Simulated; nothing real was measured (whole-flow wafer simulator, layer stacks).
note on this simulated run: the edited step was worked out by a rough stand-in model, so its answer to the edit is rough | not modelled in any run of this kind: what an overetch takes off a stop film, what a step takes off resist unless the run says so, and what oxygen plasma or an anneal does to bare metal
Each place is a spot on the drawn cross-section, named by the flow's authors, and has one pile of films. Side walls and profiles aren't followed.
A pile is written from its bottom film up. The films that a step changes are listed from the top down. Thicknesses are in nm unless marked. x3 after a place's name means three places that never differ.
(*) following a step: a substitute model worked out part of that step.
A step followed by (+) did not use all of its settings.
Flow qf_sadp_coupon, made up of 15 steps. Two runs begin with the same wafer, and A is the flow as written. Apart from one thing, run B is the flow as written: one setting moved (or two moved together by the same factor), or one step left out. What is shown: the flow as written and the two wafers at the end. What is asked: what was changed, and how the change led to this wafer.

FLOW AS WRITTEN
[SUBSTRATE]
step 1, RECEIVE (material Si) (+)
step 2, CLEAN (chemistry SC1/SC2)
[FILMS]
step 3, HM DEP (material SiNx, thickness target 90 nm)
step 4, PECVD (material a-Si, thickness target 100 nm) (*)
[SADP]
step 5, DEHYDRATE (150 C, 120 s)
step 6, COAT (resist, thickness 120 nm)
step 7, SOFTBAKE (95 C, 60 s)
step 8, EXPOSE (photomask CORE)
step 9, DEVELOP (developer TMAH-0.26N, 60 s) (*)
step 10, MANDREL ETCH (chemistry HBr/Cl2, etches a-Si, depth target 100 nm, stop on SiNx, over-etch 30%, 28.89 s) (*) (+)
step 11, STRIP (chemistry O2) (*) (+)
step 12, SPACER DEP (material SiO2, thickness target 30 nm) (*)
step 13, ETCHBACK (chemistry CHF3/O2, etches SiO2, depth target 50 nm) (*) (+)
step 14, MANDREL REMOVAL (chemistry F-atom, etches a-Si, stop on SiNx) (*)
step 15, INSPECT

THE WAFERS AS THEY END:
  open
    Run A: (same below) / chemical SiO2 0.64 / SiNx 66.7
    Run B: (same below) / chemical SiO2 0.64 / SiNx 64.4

The reason: step 4, PECVD: thickness target 83.9 nm was run, though the flow has thickness target 100 nm.

How this came from the change, step by step:
  step 4, PECVD (material a-Si, thickness target 100 nm) (*)
      m, open: A a-Si gains 100 (new film) | B a-Si gains 83.9 (new film)
  step 10, MANDREL ETCH (chemistry HBr/Cl2, etches a-Si, depth target 100 nm, stop on SiNx, over-etch 30%, 28.89 s) (*) (+)
      open: A a-Si loses 100 (all of it), SiNx loses 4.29 | B a-Si loses 83.9 (all of it), SiNx loses 6.59
  step 14, MANDREL REMOVAL (chemistry F-atom, etches a-Si, stop on SiNx) (*)
      m: A a-Si loses 95.8 (all of it) | B a-Si loses 79.7 (all of it)
